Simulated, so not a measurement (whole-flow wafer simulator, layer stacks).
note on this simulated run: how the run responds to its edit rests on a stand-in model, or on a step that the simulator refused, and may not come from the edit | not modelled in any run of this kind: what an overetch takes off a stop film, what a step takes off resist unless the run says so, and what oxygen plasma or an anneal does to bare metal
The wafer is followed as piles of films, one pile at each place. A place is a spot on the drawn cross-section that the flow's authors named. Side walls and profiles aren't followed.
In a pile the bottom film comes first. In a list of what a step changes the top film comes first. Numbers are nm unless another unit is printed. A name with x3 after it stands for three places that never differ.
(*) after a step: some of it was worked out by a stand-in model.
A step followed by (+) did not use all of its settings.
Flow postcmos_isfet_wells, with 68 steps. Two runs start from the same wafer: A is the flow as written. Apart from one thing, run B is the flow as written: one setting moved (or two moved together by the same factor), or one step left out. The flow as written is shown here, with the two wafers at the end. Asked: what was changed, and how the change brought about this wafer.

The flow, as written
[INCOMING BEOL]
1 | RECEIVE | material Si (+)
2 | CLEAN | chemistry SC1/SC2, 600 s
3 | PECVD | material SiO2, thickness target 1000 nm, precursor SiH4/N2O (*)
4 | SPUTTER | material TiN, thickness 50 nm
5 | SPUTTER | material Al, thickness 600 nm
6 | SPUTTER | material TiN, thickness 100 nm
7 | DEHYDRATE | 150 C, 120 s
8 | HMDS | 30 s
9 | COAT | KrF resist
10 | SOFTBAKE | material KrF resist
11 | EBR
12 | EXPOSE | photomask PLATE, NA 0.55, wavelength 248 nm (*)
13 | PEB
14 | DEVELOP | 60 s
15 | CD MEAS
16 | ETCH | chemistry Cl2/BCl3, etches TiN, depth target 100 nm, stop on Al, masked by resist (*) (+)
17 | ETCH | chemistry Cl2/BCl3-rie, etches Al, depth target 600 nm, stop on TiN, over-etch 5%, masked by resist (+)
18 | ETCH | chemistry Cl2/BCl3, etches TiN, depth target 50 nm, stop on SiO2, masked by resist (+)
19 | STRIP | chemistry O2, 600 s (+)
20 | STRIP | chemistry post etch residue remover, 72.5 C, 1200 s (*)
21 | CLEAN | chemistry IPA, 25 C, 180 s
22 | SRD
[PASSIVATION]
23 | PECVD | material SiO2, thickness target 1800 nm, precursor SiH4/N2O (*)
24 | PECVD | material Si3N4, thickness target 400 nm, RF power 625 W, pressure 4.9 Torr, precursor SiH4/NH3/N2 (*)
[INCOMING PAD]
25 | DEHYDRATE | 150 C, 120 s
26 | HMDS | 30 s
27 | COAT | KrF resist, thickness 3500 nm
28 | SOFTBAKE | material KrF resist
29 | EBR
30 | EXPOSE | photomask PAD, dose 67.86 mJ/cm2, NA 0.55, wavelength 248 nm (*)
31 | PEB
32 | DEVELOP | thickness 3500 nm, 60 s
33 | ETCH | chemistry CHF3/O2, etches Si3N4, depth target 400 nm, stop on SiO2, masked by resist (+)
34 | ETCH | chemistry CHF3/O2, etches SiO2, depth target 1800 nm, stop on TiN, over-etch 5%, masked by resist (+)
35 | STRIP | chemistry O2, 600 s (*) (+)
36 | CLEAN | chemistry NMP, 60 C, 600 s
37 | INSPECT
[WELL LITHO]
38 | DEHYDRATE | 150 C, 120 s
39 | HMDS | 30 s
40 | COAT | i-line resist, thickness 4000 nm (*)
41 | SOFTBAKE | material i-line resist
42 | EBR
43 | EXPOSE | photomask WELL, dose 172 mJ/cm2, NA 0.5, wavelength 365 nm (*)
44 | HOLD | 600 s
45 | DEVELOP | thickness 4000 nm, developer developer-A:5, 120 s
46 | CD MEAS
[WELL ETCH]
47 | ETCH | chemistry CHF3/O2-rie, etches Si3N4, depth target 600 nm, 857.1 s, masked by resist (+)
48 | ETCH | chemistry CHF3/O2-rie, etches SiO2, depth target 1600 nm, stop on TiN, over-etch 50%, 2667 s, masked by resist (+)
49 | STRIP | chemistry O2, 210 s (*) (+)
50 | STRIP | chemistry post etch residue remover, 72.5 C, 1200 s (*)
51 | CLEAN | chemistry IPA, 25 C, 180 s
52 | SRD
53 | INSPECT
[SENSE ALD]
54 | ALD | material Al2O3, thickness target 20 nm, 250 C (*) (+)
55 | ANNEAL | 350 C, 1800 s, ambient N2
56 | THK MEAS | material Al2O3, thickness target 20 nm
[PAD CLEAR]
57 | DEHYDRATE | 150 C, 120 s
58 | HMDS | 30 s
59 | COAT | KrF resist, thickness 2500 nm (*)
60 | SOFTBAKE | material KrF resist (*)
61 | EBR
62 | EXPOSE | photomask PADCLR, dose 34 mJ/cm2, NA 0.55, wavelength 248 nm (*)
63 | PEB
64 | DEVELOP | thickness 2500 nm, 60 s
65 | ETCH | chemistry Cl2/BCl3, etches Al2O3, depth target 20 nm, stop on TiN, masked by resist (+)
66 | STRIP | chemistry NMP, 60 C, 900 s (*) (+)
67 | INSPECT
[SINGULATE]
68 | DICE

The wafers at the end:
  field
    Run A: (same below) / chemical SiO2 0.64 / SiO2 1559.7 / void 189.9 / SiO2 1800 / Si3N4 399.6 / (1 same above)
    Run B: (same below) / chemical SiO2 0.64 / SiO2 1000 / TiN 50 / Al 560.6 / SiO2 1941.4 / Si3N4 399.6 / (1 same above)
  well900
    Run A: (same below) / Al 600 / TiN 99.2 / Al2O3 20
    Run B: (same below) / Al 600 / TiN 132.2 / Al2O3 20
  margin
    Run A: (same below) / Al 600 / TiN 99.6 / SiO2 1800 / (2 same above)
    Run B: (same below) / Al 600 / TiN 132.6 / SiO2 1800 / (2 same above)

What caused this: step 6, SPUTTER: thickness 133 nm was run, though the flow has thickness 100 nm; step 18, ETCH: depth target 66.7 nm was run, where the flow has depth target 50 nm.

Step by step, how the change led to this:
  6 | SPUTTER | material TiN, thickness 100 nm
      field, margin, well900 and 6 more: A TiN gains 100 (new film) | B TiN gains 133 (new film)
  16 | ETCH | chemistry Cl2/BCl3, etches TiN, depth target 100 nm, stop on Al, masked by resist (*) (+)
      field: A TiN loses 100 (all of it) | B TiN loses 100
  17 | ETCH | chemistry Cl2/BCl3-rie, etches Al, depth target 600 nm, stop on TiN, over-etch 5%, masked by resist (+)
      field: A Al loses 600 (all of it) | B nothing
  18 | ETCH | chemistry Cl2/BCl3, etches TiN, depth target 50 nm, stop on SiO2, masked by resist (+)
      field: A TiN loses 50 (all of it) | B TiN loses 33 (all of it), Al loses 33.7
      margin, well900, well1300, well2000, well3000, pad_rim, pad_clr, pad_open: A KrF resist loses 20 | B KrF resist loses 26.7
  20 | STRIP | chemistry post etch residue remover, 72.5 C, 1200 s (*)
      field: A nothing | B Al loses 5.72
  23 | PECVD | material SiO2, thickness target 1800 nm, precursor SiH4/N2O (*)
      field: A SiO2 gains 1800 (new film), void gains 189.9 (new film), SiO2 gains 559.7 | B SiO2 gains 1941.4 (new film)
With metal films that touch counted as one body, field has 1 body; the flow as written gives 0 bodies.
